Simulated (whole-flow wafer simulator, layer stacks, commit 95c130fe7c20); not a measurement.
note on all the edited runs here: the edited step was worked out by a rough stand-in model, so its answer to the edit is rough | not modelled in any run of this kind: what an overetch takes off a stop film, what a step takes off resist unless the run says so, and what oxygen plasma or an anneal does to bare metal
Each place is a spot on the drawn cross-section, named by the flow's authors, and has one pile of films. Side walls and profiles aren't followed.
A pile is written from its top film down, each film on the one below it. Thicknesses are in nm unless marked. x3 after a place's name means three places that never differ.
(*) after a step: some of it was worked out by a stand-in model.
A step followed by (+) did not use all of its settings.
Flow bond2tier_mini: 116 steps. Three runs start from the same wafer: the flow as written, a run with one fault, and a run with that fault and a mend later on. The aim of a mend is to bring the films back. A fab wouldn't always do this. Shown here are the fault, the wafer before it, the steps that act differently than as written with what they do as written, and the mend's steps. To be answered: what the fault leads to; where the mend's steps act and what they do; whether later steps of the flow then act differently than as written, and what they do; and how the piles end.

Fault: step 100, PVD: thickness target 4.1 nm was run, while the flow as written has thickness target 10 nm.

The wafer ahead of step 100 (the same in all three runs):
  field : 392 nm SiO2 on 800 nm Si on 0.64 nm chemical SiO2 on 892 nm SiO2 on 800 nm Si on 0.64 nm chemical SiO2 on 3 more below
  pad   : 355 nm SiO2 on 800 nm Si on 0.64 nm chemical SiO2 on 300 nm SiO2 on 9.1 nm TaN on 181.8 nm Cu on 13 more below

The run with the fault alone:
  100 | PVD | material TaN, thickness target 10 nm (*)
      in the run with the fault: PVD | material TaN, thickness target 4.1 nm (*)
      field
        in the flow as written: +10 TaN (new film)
        in the run with the fault: +4.1 TaN (new film)
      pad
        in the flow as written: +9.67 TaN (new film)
        in the run with the fault: +3.96 TaN (new film)
  Steps later in the flow that act otherwise than as written (not shown: 1 more step that differs only slightly, by at most 2% or 0.5 nm, whichever is larger):
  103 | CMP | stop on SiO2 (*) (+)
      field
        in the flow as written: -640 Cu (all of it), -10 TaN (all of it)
        in the run with the fault: -640 Cu (all of it), -4.1 TaN (all of it)
  The piles end different from the flow's at pad by more than 2% or 0.5 nm, whichever is larger.
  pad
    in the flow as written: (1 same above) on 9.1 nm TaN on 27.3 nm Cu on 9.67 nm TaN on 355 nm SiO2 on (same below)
    in the run with the fault: (1 same above) on 9.1 nm TaN on 33 nm Cu on 3.96 nm TaN on 355 nm SiO2 on (same below)

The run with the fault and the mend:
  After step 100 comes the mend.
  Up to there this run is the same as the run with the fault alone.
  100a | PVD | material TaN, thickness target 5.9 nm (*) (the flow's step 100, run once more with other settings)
      field
        +5.9 TaN
      pad
        +5.7 TaN
  Every later step of the flow that is run acts as written at every place that is followed.
  At the end the piles are close to the flow's at the places that both follow, differing by at most 2% or 0.5 nm, whichever is larger.
